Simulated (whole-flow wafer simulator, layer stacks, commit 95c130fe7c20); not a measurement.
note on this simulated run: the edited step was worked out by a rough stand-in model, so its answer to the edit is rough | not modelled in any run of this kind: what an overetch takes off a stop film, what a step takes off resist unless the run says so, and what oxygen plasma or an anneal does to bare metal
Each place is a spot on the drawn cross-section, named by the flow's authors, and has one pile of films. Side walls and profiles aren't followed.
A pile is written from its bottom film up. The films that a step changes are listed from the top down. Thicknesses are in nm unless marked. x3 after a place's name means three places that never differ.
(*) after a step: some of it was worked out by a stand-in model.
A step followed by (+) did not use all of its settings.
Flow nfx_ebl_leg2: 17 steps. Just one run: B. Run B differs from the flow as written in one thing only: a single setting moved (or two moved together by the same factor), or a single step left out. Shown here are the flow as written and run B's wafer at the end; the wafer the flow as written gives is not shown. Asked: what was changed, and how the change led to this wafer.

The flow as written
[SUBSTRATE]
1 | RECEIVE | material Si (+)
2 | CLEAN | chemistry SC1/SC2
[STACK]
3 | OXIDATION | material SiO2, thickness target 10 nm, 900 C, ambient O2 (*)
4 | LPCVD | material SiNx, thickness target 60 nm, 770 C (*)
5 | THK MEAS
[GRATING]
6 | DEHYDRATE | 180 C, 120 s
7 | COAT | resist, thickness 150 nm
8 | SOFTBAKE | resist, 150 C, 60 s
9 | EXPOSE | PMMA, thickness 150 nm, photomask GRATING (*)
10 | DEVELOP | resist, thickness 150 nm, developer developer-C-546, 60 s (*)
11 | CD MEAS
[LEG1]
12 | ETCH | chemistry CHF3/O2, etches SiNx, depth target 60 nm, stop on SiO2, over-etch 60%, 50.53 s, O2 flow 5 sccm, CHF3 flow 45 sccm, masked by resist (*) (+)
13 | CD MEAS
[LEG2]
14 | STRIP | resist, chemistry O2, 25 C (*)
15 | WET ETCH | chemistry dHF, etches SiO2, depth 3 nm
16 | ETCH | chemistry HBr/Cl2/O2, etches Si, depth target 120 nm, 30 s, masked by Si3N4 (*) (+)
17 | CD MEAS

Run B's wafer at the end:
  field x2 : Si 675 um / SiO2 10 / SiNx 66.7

Cause: step 4, LPCVD: thickness target 73.5 nm was run, though the flow has thickness target 60 nm.

How this came from the change, step by step:
  4 | LPCVD | material SiNx, thickness target 60 nm, 770 C (*)
      field x2, pad x2: SiNx gains 73.5 (new film) (in the flow as written it would be: SiNx gains 60 (new film))
  12 | ETCH | chemistry CHF3/O2, etches SiNx, depth target 60 nm, stop on SiO2, over-etch 60%, 50.53 s, O2 flow 5 sccm, CHF3 flow 45 sccm, masked by resist (*) (+)
      pad x2: SiNx loses 73.5 (all of it), SiO2 loses 10 (all of it) (in the flow as written it would be: SiNx loses 60 (all of it), SiO2 loses 10 (all of it))
